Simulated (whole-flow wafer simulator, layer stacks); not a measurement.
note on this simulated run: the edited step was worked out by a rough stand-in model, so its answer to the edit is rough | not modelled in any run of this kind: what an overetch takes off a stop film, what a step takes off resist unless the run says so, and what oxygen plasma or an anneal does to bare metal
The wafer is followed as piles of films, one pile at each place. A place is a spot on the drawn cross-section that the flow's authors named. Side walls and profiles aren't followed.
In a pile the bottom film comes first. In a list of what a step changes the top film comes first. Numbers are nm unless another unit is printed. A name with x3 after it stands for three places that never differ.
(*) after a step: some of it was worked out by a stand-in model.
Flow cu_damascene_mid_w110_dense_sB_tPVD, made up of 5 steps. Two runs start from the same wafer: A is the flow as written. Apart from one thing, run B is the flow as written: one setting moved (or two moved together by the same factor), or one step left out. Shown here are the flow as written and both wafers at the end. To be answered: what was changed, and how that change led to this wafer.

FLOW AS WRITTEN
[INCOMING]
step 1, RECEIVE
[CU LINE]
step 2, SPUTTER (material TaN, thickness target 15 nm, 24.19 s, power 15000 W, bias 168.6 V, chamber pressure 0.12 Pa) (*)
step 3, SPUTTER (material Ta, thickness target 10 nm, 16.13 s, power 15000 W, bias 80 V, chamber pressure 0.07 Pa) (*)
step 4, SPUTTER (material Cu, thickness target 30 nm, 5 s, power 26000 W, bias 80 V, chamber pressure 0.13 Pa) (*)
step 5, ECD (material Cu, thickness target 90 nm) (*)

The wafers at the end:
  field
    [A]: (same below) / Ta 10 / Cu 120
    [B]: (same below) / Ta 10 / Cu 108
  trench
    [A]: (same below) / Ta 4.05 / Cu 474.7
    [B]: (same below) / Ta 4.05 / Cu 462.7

Cause: step 4, SPUTTER: thickness target 18 nm was run, whereas the flow has thickness target 30 nm; step 4, SPUTTER: 3 s was run, where the flow has 5 s.

Step by step, how the change led to this:
  step 4, SPUTTER (material Cu, thickness target 30 nm, 5 s, power 26000 W, bias 80 V, chamber pressure 0.13 Pa) (*)
      field: A Cu gains 30 (new film) | B Cu gains 18 (new film)
      trench: A Cu gains 12.5 (new film) | B Cu gains 7.49 (new film)
